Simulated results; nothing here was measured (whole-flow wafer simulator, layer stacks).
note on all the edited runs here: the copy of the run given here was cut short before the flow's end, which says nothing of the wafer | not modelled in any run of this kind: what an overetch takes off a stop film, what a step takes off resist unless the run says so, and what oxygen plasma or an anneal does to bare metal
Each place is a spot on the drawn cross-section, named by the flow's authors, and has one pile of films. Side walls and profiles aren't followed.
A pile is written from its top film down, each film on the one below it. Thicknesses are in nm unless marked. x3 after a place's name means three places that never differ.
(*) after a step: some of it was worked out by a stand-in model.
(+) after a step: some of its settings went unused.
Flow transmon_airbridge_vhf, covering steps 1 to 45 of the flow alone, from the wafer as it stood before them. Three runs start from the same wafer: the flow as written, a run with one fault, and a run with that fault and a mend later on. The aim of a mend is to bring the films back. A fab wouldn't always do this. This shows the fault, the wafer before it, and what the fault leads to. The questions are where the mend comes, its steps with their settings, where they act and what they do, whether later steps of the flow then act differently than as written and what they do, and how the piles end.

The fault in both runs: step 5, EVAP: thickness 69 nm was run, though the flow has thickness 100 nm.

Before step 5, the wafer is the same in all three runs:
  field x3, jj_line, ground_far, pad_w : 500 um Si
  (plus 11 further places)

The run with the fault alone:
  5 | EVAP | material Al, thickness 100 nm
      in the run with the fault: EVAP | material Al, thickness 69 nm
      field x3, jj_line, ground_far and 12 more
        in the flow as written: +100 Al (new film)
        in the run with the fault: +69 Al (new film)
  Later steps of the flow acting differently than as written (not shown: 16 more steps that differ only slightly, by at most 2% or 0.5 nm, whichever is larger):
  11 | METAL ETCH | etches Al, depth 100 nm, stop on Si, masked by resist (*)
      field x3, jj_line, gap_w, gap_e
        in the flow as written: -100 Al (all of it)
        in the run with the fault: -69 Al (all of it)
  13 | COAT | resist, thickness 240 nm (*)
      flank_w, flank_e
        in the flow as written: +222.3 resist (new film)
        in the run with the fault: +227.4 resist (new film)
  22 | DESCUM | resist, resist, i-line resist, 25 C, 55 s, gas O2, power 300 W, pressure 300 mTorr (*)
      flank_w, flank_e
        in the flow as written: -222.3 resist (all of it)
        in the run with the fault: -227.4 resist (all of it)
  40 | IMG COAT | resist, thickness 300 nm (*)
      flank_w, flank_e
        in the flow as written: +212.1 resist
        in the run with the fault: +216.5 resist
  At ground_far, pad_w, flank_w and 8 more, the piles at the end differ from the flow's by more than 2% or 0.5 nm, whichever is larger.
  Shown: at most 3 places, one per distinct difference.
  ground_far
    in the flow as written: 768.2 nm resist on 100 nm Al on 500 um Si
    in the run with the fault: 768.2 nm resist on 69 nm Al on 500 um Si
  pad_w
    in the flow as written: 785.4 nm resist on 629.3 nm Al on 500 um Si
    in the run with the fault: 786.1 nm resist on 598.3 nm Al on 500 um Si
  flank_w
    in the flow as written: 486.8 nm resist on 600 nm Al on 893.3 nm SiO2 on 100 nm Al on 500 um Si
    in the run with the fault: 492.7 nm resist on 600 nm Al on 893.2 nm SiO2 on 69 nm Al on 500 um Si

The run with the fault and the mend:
  The mend follows step 10.
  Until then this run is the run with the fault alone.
  10a | STRIP | i-line resist, 80 C, 600 s (+)
      ground_far, pad_w, flank_w and 8 more
        -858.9 i-line resist (all of it)
  10b | EVAP | material Al, thickness 31 nm (the flow's step 5 again, with other settings)
      field x3, jj_line, ground_far and 12 more
        +31 Al
  10c | COAT | i-line resist, thickness 900 nm (the flow's step 6 again)
      field x3, jj_line, ground_far and 12 more
        +900 i-line resist (new film)
  10d | SOFTBAKE | i-line resist, 90 C, 90 s (the flow's step 7 again)
      alters no film at any place that is followed
  10e | EXPOSE | i-line resist, thickness 900 nm, photomask AB CPW, dose 155.4 mJ/cm2, NA 0.45, wavelength 365 nm (*) (the flow's step 8 again)
      alters no film at any place that is followed
  10f | PEB | i-line resist, 110 C, 60 s (the flow's step 9 again)
      field x3, jj_line, ground_far and 12 more
        -41 i-line resist
  10g | DEVELOP | i-line resist, thickness 900 nm, developer developer-B, 60 s (the flow's step 10 again)
      ground_far, pad_w, flank_w and 8 more
        -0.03 i-line resist
      field x3, jj_line, gap_w, gap_e
        -859 i-line resist (all of it)
  Every later step of the flow that is run acts as written at every place that is followed.
  By the end, the piles equal the flow's at every place that both follow.
